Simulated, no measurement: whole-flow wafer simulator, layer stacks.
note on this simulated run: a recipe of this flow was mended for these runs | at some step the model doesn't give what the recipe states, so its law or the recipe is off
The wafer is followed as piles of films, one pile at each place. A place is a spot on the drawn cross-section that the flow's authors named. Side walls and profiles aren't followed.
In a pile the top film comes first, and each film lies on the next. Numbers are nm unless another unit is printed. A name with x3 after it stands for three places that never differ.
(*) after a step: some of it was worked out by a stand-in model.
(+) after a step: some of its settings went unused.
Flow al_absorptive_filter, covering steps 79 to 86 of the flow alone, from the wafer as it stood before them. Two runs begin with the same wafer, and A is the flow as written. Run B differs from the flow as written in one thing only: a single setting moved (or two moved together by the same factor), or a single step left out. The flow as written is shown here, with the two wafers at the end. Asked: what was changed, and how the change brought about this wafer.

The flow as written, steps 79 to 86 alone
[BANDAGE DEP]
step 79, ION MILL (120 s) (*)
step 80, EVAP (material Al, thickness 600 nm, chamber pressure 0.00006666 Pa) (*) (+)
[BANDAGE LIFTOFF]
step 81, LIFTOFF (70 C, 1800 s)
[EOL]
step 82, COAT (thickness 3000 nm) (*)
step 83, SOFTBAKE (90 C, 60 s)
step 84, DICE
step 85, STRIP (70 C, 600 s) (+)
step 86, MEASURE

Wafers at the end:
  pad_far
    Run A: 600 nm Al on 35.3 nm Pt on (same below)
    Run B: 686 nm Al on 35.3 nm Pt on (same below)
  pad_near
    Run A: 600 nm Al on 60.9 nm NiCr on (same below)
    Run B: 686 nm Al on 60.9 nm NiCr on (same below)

Cause: step 80, EVAP: thickness 686 nm was run, whereas the flow has thickness 600 nm.
The wafer itself shows it: pad_far has Al 686, and step 80 as written asks for 600 nm.

Step by step, how the change led to this:
  step 80, EVAP (material Al, thickness 600 nm, chamber pressure 0.00006666 Pa) (*) (+)
      gnd, pad_far, pad_near and 11 more: A Al gains 600 (new film) | B Al gains 686 (new film)
  step 81, LIFTOFF (70 C, 1800 s)
      xa_field, xl_land, idc_field: A Al loses 600 (all of it), i-line-resist loses 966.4 (all of it), lift-off-underlayer loses 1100 (all of it), acrylic-e-beam-resist loses 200 (all of it) | B Al loses 686 (all of it), i-line-resist loses 966.4 (all of it), lift-off-underlayer loses 1100 (all of it), acrylic-e-beam-resist loses 200 (all of it)
      gnd: A Al loses 600 (all of it), i-line-resist loses 968.3 (all of it), lift-off-underlayer loses 1103.3 (all of it), acrylic-e-beam-resist loses 200.9 (all of it) | B Al loses 686 (all of it), i-line-resist loses 968.3 (all of it), lift-off-underlayer loses 1103.3 (all of it), acrylic-e-beam-resist loses 200.9 (all of it)
      (and at 8 other places as well)
  step 82, COAT (thickness 3000 nm) (*)
      pad_far: A i-line-resist gains 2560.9 (new film) | B i-line-resist gains 2498.8 (new film)
      pad_near: A i-line-resist gains 2480.3 (new film) | B i-line-resist gains 2417.8 (new film)
  step 83, SOFTBAKE (90 C, 60 s)
      gnd: A i-line-resist gains 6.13 | B i-line-resist gains 7.03
      pad_far: A i-line-resist loses 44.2 | B i-line-resist loses 51
      (and at 2 other places as well)
  step 85, STRIP (70 C, 600 s) (+)
      pad_far: A i-line-resist loses 2516.7 (all of it) | B i-line-resist loses 2447.8 (all of it)
      pad_near: A i-line-resist loses 2439.3 (all of it) | B i-line-resist loses 2370.2 (all of it)
